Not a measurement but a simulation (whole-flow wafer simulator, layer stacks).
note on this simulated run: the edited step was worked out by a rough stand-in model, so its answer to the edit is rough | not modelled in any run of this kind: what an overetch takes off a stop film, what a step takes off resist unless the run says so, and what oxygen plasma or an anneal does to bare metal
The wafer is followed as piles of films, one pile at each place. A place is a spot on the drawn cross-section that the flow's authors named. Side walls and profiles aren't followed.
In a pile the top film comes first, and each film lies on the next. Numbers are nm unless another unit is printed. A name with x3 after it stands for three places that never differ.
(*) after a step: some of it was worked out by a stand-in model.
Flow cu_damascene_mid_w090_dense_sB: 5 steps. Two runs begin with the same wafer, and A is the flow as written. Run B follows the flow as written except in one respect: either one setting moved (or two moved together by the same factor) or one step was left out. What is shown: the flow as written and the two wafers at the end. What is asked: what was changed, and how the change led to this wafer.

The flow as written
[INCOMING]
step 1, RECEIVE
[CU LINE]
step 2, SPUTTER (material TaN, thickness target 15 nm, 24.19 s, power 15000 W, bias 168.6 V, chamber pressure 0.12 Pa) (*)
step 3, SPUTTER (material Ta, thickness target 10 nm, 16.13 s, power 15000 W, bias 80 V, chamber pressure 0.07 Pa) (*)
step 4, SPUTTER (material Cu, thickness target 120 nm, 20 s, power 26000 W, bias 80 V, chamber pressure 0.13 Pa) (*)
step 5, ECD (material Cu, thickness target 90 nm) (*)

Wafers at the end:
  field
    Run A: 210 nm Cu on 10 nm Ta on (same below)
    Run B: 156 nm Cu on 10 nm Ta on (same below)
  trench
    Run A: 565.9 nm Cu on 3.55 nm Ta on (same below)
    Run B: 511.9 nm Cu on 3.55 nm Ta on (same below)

Cause: step 4, SPUTTER: thickness target 66 nm was run, while the flow as written has thickness target 120 nm; step 4, SPUTTER: 11 s was run, where the flow has 20 s.

The path from the change to this, step by step:
  step 4, SPUTTER (material Cu, thickness target 120 nm, 20 s, power 26000 W, bias 80 V, chamber pressure 0.13 Pa) (*)
      field: A Cu gains 120 (new film) | B Cu gains 66 (new film)
      trench: A Cu gains 44.3 (new film) | B Cu gains 24.4 (new film)
  step 5, ECD (material Cu, thickness target 90 nm) (*)
      trench: A Cu gains 521.6 | B Cu gains 487.6
